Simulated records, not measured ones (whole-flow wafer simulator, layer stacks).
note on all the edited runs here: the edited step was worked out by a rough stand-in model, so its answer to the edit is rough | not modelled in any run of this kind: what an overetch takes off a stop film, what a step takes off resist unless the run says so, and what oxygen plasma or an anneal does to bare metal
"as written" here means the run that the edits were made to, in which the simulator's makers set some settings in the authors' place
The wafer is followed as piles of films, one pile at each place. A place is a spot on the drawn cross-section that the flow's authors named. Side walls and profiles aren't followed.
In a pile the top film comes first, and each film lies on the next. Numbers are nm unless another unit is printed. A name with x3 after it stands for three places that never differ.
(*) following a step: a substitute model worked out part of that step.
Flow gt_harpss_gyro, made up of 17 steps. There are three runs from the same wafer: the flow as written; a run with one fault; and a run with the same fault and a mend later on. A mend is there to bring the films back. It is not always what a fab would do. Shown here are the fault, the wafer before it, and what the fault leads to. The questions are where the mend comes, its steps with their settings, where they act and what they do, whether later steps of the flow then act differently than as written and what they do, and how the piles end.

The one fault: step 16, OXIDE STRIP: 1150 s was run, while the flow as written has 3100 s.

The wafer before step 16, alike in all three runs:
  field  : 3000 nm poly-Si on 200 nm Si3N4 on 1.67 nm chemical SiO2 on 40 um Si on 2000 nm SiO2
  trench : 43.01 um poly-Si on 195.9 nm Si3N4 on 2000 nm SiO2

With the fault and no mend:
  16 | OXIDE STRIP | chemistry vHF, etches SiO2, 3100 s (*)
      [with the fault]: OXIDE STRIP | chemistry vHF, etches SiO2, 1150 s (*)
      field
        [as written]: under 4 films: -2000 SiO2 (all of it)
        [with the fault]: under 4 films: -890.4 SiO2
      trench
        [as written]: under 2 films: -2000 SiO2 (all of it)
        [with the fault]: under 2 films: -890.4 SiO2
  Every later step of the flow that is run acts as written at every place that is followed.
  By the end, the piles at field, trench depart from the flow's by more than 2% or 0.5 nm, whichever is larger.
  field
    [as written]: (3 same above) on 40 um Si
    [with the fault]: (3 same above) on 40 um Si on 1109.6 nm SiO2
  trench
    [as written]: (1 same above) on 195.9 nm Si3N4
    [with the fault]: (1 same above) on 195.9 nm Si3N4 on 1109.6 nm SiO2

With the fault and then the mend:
  After step 17 comes the mend.
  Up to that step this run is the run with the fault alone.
  17a | OXIDE STRIP | chemistry vHF, etches SiO2, 1950 s (*) (the flow's step 16, run once more with other settings)
      field
        under 4 films: -1109.6 SiO2 (all of it)
      trench
        under 2 films: -1109.6 SiO2 (all of it)
  Every later step of the flow that is run acts as written at every place that is followed.
  By the end, the piles equal the flow's at every place that both follow.
